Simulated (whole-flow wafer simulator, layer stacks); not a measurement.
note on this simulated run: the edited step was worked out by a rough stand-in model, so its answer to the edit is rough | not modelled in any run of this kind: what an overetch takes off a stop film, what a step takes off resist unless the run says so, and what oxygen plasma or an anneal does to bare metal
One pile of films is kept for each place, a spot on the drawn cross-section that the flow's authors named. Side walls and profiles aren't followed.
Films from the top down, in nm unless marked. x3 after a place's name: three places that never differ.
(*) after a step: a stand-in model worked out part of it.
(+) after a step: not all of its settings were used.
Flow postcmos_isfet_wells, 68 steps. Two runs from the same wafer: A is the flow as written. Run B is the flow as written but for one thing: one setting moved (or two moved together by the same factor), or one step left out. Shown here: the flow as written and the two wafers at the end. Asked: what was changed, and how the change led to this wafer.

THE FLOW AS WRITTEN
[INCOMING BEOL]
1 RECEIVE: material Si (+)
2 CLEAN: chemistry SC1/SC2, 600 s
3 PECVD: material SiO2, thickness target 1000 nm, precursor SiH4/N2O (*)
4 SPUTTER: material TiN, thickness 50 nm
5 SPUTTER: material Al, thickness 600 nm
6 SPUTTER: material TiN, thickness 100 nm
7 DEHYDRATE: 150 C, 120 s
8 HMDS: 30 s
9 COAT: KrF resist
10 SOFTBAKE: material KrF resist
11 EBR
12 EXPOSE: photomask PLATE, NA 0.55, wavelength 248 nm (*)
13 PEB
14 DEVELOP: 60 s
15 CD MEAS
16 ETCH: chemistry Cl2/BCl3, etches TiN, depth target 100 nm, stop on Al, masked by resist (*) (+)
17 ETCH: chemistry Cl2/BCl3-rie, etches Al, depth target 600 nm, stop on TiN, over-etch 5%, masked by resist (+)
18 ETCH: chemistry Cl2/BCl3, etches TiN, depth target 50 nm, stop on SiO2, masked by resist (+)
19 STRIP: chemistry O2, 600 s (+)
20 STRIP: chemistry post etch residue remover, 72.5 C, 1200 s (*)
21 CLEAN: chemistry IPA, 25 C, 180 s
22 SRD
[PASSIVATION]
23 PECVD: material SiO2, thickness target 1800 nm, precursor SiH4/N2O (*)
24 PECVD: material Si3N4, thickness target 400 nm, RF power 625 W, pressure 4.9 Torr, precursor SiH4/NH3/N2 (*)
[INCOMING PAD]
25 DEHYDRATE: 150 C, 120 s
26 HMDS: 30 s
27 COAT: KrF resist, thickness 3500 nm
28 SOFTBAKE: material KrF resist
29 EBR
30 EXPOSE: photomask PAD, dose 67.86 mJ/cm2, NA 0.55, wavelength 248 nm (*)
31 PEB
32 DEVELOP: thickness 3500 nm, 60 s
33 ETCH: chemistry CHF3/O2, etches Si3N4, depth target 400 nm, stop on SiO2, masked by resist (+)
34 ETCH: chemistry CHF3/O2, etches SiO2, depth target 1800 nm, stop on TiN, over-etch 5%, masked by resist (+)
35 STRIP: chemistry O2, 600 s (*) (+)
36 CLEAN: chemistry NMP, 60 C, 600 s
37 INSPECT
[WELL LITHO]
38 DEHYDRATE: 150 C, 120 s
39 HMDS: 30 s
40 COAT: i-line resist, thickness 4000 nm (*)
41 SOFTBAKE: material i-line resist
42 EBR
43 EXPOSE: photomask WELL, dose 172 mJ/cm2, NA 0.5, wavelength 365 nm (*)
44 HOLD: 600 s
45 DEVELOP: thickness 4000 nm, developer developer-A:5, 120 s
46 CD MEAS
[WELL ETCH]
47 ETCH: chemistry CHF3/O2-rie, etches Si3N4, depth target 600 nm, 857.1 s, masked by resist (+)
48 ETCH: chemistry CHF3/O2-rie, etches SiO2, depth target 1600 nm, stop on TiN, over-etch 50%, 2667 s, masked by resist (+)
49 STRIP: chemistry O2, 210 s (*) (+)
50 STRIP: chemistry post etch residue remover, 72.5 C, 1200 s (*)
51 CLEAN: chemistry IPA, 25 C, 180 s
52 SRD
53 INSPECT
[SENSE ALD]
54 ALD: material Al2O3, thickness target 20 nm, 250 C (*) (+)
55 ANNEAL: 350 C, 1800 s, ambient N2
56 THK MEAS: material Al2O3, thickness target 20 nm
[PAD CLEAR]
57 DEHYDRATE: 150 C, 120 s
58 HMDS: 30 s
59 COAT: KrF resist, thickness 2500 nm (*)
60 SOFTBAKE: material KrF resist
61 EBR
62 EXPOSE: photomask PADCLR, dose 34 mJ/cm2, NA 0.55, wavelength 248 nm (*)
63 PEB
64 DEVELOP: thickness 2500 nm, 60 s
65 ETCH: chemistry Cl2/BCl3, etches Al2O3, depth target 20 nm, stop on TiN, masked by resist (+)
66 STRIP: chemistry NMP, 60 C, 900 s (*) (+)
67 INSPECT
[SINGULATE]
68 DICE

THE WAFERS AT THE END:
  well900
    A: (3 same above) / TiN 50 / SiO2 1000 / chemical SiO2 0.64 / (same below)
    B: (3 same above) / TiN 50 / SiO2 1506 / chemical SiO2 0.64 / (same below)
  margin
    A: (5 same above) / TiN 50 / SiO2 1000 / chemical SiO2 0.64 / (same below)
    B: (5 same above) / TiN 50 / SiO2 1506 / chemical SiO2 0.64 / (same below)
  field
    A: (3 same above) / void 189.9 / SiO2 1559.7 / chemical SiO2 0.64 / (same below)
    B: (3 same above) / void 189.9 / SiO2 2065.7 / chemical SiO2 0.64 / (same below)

The cause: step 3, PECVD: thickness target 1506 nm was run, where the flow has thickness target 1000 nm.
It can be read off the wafer: well900 has SiO2 1506, and step 3 as written asks for 1000 nm.

How the change led to this, step by step:
  3 PECVD: material SiO2, thickness target 1000 nm, precursor SiH4/N2O (*)
      field, margin, well900, well1300 x3, pad_rim, pad_clr, pad_open: A SiO2 +1000 (new film) | B SiO2 +1506 (new film)
